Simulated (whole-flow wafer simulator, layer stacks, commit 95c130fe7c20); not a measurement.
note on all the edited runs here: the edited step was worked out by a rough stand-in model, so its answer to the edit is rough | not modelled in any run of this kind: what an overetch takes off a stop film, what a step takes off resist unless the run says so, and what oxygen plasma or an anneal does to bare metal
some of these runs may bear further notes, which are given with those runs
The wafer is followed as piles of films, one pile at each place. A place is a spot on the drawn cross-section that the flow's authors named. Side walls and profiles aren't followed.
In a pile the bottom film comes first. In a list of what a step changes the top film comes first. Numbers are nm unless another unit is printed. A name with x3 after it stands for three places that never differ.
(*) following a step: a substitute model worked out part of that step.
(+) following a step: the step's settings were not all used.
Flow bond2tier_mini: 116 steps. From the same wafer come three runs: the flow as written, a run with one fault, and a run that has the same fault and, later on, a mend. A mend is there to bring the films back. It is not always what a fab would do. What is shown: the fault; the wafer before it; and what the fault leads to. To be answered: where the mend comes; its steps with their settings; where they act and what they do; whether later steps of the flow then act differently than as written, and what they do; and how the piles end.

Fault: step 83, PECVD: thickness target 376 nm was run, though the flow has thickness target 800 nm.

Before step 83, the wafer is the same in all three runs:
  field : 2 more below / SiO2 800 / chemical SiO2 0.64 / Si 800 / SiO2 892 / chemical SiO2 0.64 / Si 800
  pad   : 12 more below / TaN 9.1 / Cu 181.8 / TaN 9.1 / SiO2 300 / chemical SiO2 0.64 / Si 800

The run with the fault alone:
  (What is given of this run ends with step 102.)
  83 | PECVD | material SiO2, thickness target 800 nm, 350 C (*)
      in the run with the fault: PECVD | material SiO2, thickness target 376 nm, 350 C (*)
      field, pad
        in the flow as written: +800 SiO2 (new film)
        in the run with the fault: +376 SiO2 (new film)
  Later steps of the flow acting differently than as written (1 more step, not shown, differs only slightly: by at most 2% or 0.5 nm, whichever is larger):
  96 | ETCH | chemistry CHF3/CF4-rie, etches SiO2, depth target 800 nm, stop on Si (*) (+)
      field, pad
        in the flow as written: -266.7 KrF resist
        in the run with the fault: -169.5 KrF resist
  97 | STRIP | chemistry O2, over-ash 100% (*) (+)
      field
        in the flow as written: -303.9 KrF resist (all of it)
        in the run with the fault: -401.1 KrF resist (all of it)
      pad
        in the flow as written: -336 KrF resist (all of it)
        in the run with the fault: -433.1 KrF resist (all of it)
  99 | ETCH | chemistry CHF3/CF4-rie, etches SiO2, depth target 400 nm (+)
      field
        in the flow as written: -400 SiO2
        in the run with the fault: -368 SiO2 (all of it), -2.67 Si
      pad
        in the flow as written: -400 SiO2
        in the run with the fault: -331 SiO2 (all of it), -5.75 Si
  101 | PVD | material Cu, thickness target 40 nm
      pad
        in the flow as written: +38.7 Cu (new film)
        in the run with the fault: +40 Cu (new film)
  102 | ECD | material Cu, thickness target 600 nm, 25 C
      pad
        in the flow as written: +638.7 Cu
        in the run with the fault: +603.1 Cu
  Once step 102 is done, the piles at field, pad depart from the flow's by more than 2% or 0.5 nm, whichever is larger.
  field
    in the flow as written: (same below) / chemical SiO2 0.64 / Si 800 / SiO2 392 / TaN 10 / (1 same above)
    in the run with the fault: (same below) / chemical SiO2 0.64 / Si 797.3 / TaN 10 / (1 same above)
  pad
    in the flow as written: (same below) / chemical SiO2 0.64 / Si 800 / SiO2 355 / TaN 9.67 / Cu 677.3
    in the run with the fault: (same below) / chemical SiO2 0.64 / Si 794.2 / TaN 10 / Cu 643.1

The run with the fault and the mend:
  The mend stands after step 83.
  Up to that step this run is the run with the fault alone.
  83a | PECVD | material SiO2, thickness target 424 nm, 350 C (*) (the flow's step 83 again, with other settings)
      field, pad
        +424 SiO2
  None of the later steps of the flow acts differently than as written at any place that is followed.
  By the end, the piles equal the flow's at every place that both follow.
